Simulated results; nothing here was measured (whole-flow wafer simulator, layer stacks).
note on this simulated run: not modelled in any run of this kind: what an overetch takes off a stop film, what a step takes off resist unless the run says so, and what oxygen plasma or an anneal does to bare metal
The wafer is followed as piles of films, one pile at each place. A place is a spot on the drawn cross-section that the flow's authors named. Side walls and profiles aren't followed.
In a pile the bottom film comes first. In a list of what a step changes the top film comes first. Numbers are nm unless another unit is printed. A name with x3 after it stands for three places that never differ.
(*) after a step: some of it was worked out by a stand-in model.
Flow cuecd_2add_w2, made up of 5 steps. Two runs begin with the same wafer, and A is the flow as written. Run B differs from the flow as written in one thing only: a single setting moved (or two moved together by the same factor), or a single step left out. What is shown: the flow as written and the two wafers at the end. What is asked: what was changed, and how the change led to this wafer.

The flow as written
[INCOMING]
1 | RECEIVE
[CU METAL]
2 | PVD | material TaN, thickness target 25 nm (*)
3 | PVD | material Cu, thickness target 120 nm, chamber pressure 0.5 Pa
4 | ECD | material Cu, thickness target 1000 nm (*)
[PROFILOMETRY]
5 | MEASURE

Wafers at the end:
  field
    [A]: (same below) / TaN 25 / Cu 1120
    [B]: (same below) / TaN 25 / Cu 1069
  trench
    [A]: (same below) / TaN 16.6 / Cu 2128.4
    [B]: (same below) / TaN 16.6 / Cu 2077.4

What caused this: step 3, PVD: thickness target 69 nm was run, whereas the flow has thickness target 120 nm.

Step by step, how the change led to this:
  3 | PVD | material Cu, thickness target 120 nm, chamber pressure 0.5 Pa
      field: A +120 Cu (new film) | B +69 Cu (new film)
      trench: A +80.8 Cu (new film) | B +46.6 Cu (new film)
